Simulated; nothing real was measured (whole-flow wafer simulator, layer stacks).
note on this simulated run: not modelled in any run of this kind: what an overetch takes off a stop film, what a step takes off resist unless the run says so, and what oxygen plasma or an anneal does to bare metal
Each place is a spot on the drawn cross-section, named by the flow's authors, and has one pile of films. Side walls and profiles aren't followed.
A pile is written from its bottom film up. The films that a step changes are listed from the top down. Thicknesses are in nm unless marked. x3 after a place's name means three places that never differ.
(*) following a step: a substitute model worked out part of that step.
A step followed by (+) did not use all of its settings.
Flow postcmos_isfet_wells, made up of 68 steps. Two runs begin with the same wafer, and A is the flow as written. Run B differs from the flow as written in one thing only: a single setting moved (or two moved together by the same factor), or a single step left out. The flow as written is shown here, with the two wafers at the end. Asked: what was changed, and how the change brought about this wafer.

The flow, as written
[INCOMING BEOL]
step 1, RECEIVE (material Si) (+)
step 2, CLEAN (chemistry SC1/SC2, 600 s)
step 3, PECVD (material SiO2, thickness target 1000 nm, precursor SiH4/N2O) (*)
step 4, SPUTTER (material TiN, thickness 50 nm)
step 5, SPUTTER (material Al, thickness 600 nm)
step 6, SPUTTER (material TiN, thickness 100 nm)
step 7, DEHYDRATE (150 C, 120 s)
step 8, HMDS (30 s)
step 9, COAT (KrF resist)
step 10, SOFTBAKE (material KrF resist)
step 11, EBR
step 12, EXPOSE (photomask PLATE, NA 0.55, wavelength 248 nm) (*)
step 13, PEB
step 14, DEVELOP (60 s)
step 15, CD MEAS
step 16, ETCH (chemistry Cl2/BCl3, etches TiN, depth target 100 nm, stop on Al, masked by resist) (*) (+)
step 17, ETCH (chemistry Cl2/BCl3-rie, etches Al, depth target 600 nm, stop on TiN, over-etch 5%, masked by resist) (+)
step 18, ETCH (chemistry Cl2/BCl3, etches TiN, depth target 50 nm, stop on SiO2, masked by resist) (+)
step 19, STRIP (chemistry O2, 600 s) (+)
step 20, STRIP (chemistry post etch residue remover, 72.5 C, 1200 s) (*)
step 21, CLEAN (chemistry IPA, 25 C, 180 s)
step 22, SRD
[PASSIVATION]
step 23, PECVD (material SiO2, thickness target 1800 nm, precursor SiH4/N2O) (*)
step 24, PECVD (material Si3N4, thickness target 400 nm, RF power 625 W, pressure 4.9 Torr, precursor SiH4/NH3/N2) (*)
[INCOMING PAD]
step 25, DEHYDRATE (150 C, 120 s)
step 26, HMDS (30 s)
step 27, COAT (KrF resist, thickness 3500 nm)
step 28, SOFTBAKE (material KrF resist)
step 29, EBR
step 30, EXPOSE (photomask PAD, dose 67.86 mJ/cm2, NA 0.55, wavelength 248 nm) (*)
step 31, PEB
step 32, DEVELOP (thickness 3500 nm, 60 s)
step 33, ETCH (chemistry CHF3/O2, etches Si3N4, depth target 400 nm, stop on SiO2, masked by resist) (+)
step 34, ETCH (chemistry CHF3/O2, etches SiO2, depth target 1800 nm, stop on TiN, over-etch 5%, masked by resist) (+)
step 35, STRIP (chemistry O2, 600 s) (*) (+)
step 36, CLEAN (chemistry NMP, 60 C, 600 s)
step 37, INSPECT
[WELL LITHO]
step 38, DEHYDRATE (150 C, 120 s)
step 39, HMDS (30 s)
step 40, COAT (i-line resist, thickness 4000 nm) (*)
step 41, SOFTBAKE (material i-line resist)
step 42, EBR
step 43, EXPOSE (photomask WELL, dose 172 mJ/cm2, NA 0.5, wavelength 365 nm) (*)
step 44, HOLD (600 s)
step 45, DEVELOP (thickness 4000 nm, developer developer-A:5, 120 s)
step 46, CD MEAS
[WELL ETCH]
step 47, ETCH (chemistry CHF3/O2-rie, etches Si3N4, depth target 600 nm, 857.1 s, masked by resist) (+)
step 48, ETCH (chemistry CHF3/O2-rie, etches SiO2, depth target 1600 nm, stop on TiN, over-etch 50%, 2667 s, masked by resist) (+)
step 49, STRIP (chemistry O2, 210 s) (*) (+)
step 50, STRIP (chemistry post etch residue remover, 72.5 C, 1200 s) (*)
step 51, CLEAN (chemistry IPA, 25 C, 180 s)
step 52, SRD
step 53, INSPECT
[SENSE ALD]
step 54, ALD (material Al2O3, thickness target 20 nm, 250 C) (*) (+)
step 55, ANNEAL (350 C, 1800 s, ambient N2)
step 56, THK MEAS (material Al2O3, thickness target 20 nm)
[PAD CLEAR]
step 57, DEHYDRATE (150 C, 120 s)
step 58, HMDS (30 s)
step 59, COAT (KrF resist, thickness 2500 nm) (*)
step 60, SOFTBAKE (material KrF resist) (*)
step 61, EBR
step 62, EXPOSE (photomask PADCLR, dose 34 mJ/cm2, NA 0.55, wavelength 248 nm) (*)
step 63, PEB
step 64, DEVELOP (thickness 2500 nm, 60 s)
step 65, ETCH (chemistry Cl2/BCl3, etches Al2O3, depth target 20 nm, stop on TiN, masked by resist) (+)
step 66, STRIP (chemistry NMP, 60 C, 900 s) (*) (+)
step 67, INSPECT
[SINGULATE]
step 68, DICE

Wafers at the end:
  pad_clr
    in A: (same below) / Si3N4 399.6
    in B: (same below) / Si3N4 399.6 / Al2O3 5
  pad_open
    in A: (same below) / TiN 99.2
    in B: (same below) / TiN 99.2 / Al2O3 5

The reason: step 65, ETCH: depth target 15 nm was run, whereas the flow has depth target 20 nm.

The path from the change to this, step by step:
  step 65, ETCH (chemistry Cl2/BCl3, etches Al2O3, depth target 20 nm, stop on TiN, masked by resist) (+)
      pad_clr, pad_open: A -20 Al2O3 (all of it) | B -15 Al2O3
      field, margin, pad_rim: A -25 KrF resist | B -18.8 KrF resist
